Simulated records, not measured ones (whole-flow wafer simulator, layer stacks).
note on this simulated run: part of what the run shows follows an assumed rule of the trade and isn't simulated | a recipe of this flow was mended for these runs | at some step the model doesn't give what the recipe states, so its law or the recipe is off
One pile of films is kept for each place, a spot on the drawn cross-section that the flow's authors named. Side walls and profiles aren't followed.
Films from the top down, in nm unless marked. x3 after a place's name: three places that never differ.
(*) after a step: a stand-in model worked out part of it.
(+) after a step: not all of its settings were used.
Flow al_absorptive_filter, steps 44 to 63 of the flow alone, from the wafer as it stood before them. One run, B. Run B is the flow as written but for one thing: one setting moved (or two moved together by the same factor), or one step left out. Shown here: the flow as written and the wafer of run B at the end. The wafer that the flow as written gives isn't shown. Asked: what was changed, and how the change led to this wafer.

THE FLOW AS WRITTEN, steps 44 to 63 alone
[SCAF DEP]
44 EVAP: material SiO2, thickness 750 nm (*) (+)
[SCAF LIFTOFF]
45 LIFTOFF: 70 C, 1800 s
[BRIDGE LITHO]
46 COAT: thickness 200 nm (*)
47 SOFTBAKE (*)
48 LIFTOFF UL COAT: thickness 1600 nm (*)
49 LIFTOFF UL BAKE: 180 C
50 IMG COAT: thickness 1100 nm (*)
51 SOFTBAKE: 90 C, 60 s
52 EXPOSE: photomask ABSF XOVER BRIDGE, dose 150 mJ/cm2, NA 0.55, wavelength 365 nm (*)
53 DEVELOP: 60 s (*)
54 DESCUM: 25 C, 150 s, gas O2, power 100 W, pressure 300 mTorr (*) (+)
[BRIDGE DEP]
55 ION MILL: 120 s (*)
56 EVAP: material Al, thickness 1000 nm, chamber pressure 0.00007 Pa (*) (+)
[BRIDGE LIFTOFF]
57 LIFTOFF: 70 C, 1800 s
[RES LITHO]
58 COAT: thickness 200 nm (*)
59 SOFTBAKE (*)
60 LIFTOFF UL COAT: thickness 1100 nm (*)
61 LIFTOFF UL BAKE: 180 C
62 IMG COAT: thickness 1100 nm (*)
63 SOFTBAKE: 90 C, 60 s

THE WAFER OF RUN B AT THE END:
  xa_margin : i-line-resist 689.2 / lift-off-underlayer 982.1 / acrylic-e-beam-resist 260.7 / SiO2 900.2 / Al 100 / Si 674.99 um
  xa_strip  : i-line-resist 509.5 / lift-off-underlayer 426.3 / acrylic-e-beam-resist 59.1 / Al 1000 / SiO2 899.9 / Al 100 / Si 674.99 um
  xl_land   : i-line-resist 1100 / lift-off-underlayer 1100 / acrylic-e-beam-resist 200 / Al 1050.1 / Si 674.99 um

The cause: step 44, EVAP: thickness 930 nm was run, where the flow has thickness 750 nm; step 55, ION MILL: 148.8 s was run, where the flow has 120 s.

How the change led to this, step by step:
  44 EVAP: material SiO2, thickness 750 nm (*) (+)
      gnd, pad_far, pad_near and 10 more: SiO2 +930 (new film) (as written it would be: SiO2 +750 (new film))
      xa_margin: SiO2 +900.2 (new film) (as written it would be: SiO2 +726 (new film))
  45 LIFTOFF: 70 C, 1800 s
      gnd, xa_field, xl_land, idc_field: SiO2 -930 (all of it), i-line-resist -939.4 (all of it), lift-off-underlayer -1100 (all of it), acrylic-e-beam-resist -200 (all of it) (as written it would be: SiO2 -750 (all of it), i-line-resist -939.4 (all of it), lift-off-underlayer -1100 (all of it), acrylic-e-beam-resist -200 (all of it))
      pad_far: SiO2 -930 (all of it), i-line-resist -937 (all of it), lift-off-underlayer -1092.7 (all of it), acrylic-e-beam-resist -198.5 (all of it) (as written it would be: SiO2 -750 (all of it), i-line-resist -937 (all of it), lift-off-underlayer -1092.7 (all of it), acrylic-e-beam-resist -198.5 (all of it))
      (and at 5 more places)
  46 COAT: thickness 200 nm (*)
      xa_margin: acrylic-e-beam-resist +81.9 (new film) (as written it would be: acrylic-e-beam-resist +87.1 (new film))
      xa_strip: acrylic-e-beam-resist +141.9 (new film) (as written it would be: acrylic-e-beam-resist +156.7 (new film))
      (and at 2 more places)
  48 LIFTOFF UL COAT: thickness 1600 nm (*)
      xa_margin: lift-off-underlayer +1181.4 (new film) (as written it would be: lift-off-underlayer +1268 (new film))
      xa_strip: lift-off-underlayer +1148.9 (new film) (as written it would be: lift-off-underlayer +1219 (new film))
      (and at 2 more places)
  50 IMG COAT: thickness 1100 nm (*)
      xa_margin: i-line-resist +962 (new film) (as written it would be: i-line-resist +995.2 (new film))
      xa_strip: i-line-resist +920.1 (new film) (as written it would be: i-line-resist +962 (new film))
      (and at 2 more places)
  51 SOFTBAKE: 90 C, 60 s
      xa_strip: i-line-resist -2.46 (as written it would be: i-line-resist -1.93)
      xl_turn: i-line-resist -2.36 (as written it would be: i-line-resist -1.83)
  53 DEVELOP: 60 s (*)
      xa_strip: i-line-resist -917.6 (all of it), lift-off-underlayer -1148.9 (all of it) (as written it would be: i-line-resist -960.1 (all of it), lift-off-underlayer -1219 (all of it))
      xl_gap: i-line-resist -968.3 (all of it), lift-off-underlayer -1228.9 (all of it) (as written it would be: i-line-resist -1001.2 (all of it), lift-off-underlayer -1316.9 (all of it))
      (and at 1 more place)
  54 DESCUM: 25 C, 150 s, gas O2, power 100 W, pressure 300 mTorr (*) (+)
      xa_strip: acrylic-e-beam-resist -141.9 (all of it) (as written it would be: acrylic-e-beam-resist -156.7 (all of it))
      xl_gap: acrylic-e-beam-resist -87.3 (all of it) (as written it would be: acrylic-e-beam-resist -97.9 (all of it))
      (and at 1 more place)
  55 ION MILL: 120 s (*)
      gnd, pad_far, pad_near and 7 more: i-line-resist -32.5 (as written it would be: i-line-resist -26.2)
      xa_strip, xl_gap, xl_turn: SiO2 -30.1 (as written it would be: SiO2 -24.3)
      (and at 1 more place)
  57 LIFTOFF: 70 C, 1800 s
      xa_margin: Al -1000 (all of it), i-line-resist -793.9 (all of it), lift-off-underlayer -1181.4 (all of it), acrylic-e-beam-resist -81.9 (all of it) (as written it would be: Al -1000 (all of it), i-line-resist -836.1 (all of it), lift-off-underlayer -1268 (all of it), acrylic-e-beam-resist -87.1 (all of it))
  58 COAT: thickness 200 nm (*)
      xa_margin: acrylic-e-beam-resist +260.7 (new film) (as written it would be: acrylic-e-beam-resist +288.1 (new film))
      xa_strip: acrylic-e-beam-resist +59.1 (new film) (as written it would be: acrylic-e-beam-resist +66.9 (new film))
      (and at 2 more places)
  60 LIFTOFF UL COAT: thickness 1100 nm (*)
      xa_margin: lift-off-underlayer +982.1 (new film) (as written it would be: lift-off-underlayer +1021 (new film))
      xa_strip: lift-off-underlayer +426.3 (new film) (as written it would be: lift-off-underlayer +459.8 (new film))
      (and at 2 more places)
  62 IMG COAT: thickness 1100 nm (*)
      xa_margin: i-line-resist +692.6 (new film) (as written it would be: i-line-resist +741.1 (new film))
      xa_strip: i-line-resist +513.9 (new film) (as written it would be: i-line-resist +577.9 (new film))
      (and at 2 more places)
  63 SOFTBAKE: 90 C, 60 s
      xl_turn: i-line-resist -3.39 (as written it would be: i-line-resist -2.67)
